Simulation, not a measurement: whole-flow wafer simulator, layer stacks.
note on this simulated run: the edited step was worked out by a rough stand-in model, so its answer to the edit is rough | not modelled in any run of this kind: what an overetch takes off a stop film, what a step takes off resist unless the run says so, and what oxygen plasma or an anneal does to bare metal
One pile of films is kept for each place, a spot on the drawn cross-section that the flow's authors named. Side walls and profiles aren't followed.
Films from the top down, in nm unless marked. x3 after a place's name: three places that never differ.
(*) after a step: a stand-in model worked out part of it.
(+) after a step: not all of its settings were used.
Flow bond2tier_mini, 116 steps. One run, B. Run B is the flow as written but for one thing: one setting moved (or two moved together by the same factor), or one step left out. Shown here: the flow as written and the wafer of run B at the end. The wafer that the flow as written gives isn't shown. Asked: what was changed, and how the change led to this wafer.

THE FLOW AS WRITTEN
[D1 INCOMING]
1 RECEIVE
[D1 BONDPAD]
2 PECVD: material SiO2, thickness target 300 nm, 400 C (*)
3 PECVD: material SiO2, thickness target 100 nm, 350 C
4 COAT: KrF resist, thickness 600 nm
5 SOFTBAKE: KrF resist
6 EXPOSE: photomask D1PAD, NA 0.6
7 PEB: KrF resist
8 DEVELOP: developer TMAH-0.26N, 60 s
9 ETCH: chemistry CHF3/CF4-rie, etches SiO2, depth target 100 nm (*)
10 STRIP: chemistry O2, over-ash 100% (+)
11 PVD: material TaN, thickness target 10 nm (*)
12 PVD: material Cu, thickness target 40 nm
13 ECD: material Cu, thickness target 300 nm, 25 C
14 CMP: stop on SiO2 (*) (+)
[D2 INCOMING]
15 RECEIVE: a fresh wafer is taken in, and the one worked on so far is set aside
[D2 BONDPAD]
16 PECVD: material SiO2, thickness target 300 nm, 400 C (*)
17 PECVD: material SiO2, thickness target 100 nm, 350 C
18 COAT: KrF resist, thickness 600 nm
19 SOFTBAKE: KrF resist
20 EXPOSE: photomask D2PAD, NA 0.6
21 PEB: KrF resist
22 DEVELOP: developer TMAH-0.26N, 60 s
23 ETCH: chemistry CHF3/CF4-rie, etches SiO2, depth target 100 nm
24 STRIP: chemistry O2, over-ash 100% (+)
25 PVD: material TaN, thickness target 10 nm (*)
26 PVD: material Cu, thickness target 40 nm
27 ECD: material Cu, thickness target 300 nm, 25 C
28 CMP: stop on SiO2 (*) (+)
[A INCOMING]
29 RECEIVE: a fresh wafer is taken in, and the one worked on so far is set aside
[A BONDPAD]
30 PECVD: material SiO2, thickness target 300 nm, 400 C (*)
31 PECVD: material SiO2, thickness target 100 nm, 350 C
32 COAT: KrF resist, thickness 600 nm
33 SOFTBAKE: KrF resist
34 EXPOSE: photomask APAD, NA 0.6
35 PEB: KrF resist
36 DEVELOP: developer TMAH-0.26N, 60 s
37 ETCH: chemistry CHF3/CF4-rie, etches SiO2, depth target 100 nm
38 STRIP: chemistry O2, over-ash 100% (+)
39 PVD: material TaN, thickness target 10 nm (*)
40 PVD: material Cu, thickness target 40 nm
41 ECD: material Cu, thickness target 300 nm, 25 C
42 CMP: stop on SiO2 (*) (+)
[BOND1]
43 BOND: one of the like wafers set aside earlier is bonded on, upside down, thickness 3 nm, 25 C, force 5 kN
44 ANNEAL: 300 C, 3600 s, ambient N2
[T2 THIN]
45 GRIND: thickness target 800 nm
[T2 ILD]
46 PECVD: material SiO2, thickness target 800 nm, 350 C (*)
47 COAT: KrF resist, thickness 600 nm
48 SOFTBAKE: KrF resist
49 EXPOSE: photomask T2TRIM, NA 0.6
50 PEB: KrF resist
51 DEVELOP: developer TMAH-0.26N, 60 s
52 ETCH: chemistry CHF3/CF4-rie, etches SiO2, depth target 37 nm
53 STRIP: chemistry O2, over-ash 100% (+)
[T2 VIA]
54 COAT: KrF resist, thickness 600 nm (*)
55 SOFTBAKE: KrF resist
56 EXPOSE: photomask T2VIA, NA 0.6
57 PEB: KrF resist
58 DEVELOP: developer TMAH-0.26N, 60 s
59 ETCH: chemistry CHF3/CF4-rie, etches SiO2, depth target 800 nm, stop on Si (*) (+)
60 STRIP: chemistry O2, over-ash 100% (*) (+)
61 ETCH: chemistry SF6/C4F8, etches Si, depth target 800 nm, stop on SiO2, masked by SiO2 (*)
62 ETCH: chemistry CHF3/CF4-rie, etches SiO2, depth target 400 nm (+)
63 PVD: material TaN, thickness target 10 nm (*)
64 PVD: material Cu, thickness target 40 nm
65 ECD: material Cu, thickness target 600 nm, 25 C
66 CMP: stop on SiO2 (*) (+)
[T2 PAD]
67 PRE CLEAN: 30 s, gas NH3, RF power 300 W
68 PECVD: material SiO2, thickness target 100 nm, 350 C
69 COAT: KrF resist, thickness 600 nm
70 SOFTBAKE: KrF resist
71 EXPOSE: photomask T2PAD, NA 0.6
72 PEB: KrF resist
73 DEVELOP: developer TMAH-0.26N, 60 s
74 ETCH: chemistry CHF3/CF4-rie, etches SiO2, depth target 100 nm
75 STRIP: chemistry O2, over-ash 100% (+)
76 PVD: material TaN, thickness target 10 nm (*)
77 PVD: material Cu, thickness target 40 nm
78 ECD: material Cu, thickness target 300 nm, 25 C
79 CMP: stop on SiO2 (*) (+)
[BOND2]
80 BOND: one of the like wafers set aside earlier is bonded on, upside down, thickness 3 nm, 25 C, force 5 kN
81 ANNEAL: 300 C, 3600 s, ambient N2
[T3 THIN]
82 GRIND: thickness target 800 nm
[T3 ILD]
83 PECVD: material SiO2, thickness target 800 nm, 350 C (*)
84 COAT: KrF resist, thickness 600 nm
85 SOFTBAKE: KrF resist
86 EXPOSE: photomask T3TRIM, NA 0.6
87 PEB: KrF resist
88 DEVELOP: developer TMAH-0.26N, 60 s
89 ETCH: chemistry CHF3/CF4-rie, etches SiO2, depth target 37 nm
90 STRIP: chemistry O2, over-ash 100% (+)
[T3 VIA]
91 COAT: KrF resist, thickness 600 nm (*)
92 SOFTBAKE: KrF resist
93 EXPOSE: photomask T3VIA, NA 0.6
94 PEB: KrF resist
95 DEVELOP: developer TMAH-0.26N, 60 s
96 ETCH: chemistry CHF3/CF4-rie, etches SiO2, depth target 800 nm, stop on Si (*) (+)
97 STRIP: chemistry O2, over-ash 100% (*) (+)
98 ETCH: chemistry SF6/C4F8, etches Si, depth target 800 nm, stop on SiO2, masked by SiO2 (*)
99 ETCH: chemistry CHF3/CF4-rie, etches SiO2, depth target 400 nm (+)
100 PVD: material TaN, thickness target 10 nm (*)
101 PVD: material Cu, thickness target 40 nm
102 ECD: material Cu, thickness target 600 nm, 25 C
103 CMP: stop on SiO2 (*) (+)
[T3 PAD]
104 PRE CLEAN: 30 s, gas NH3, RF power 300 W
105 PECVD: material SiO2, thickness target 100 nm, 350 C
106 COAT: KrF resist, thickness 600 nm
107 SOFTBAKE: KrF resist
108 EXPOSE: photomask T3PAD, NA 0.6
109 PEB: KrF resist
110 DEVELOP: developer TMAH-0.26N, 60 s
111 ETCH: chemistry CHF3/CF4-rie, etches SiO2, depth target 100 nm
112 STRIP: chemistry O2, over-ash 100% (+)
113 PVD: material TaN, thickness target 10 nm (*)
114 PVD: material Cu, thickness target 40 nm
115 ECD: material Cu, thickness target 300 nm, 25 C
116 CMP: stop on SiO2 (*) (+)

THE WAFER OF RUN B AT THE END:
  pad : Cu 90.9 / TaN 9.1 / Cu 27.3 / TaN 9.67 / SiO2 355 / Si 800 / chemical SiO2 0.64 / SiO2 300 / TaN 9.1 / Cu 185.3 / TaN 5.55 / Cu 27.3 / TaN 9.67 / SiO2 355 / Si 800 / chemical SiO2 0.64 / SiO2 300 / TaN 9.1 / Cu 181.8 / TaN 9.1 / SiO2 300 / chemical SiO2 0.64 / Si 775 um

The cause: step 76, PVD: thickness target 6.1 nm was run, where the flow has thickness target 10 nm.

How the change led to this, step by step:
  76 PVD: material TaN, thickness target 10 nm (*)
      field: TaN +6.1 (new film) (as written it would be: TaN +10 (new film))
      pad: TaN +5.55 (new film) (as written it would be: TaN +9.1 (new film))
  79 CMP: stop on SiO2 (*) (+)
      field: Cu -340 (all of it), TaN -6.1 (all of it) (as written it would be: Cu -340 (all of it), TaN -10 (all of it))
